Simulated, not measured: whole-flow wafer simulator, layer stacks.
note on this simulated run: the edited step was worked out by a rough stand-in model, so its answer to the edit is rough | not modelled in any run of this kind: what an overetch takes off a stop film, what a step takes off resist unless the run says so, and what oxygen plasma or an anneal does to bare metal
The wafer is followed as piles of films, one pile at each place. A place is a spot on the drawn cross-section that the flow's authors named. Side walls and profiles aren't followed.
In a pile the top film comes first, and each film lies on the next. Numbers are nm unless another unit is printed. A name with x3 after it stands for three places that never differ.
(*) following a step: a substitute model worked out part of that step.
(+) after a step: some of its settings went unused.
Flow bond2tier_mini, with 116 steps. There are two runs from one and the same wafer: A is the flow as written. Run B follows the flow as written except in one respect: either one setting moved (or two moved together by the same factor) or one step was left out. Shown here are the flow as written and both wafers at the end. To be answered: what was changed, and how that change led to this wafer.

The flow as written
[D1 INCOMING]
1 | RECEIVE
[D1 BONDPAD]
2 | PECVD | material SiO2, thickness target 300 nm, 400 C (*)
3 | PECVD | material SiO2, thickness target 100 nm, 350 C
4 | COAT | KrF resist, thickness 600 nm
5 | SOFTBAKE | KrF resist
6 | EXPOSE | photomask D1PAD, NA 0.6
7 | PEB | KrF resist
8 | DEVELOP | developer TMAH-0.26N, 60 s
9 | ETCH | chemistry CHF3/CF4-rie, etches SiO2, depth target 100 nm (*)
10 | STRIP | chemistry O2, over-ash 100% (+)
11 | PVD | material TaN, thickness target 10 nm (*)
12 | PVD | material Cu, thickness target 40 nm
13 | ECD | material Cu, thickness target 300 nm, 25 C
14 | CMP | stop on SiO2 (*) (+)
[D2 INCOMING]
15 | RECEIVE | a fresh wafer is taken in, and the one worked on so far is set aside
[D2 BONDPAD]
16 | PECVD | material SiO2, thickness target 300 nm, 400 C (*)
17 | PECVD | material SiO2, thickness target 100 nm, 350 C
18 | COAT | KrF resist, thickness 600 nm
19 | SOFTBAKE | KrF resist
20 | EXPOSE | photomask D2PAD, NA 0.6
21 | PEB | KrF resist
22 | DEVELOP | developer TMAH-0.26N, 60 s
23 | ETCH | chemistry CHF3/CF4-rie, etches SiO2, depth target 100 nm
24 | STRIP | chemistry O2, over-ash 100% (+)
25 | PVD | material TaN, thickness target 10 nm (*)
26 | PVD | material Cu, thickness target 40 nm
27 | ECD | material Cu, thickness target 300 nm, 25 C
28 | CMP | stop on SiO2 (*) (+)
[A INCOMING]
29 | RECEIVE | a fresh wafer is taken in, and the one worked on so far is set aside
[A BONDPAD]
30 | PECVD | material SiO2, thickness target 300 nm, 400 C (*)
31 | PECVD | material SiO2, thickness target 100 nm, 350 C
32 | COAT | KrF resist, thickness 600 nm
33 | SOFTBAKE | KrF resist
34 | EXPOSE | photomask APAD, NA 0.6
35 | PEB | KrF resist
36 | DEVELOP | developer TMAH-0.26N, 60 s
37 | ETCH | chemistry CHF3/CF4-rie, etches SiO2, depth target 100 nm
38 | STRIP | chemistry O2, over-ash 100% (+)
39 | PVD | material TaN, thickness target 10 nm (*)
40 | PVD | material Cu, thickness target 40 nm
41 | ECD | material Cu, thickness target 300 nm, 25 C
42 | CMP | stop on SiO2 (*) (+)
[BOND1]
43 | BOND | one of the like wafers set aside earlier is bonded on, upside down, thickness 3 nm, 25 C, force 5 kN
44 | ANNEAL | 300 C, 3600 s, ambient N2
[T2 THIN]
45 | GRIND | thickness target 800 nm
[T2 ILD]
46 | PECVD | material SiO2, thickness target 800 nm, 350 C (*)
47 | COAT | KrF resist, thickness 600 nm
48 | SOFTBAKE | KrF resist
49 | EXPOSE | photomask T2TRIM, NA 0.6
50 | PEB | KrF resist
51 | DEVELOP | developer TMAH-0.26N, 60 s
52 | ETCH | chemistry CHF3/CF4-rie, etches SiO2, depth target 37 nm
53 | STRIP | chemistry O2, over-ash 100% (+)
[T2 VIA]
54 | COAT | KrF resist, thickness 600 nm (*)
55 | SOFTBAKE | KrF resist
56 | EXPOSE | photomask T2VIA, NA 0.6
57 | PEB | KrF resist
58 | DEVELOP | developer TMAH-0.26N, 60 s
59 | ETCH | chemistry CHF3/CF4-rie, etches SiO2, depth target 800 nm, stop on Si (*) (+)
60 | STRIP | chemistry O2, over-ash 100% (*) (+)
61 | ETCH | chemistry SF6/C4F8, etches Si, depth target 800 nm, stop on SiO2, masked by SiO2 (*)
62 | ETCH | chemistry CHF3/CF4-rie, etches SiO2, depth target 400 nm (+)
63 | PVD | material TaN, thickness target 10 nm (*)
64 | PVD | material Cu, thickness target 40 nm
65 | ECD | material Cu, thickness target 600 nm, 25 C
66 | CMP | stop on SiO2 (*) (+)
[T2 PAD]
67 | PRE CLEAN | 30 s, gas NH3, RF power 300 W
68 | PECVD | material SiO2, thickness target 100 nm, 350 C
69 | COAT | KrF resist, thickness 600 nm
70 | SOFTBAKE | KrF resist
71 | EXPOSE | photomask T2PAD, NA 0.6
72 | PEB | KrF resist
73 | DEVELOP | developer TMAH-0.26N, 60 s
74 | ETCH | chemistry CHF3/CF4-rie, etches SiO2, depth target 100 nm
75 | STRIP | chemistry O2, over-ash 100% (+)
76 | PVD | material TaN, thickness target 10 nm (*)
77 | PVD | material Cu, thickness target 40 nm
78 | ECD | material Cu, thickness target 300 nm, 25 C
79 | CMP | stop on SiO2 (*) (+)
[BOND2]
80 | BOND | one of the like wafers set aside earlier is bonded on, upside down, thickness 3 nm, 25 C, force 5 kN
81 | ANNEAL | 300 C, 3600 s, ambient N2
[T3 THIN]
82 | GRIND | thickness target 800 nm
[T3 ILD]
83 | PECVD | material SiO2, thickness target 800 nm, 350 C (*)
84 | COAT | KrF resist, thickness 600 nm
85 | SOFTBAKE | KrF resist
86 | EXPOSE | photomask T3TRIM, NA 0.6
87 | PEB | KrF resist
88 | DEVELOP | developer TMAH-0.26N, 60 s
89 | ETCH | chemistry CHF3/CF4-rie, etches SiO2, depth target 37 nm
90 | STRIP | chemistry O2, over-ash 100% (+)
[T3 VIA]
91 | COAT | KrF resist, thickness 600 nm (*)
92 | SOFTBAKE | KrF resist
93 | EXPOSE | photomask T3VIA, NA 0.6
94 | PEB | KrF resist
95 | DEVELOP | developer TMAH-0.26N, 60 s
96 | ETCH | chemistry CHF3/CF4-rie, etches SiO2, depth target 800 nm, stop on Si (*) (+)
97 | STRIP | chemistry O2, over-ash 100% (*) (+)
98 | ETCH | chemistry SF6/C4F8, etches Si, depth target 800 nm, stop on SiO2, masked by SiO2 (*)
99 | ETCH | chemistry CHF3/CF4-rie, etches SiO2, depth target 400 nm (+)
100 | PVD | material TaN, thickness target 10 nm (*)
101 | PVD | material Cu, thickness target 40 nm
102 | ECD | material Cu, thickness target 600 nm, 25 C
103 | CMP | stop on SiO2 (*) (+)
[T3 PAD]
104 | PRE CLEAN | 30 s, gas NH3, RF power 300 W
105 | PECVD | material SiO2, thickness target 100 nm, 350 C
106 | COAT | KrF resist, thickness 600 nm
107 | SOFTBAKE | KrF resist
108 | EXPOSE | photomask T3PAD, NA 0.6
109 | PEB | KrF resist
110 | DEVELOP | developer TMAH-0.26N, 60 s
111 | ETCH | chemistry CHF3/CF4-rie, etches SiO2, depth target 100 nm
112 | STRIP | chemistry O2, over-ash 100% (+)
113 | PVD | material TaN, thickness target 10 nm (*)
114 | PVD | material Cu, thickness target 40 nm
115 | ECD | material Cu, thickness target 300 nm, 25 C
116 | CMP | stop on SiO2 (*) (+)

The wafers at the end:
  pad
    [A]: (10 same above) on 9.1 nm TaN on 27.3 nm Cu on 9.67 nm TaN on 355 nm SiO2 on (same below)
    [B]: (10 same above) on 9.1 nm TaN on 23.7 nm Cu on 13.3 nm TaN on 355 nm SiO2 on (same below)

Cause: step 63, PVD: thickness target 13.8 nm was run, whereas the flow has thickness target 10 nm.

Step by step, how the change led to this:
  63 | PVD | material TaN, thickness target 10 nm (*)
      field: A +10 TaN (new film) | B +13.8 TaN (new film)
      pad: A +9.67 TaN (new film) | B +13.3 TaN (new film)
  66 | CMP | stop on SiO2 (*) (+)
      field: A -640 Cu (all of it), -10 TaN (all of it) | B -640 Cu (all of it), -13.8 TaN (all of it)
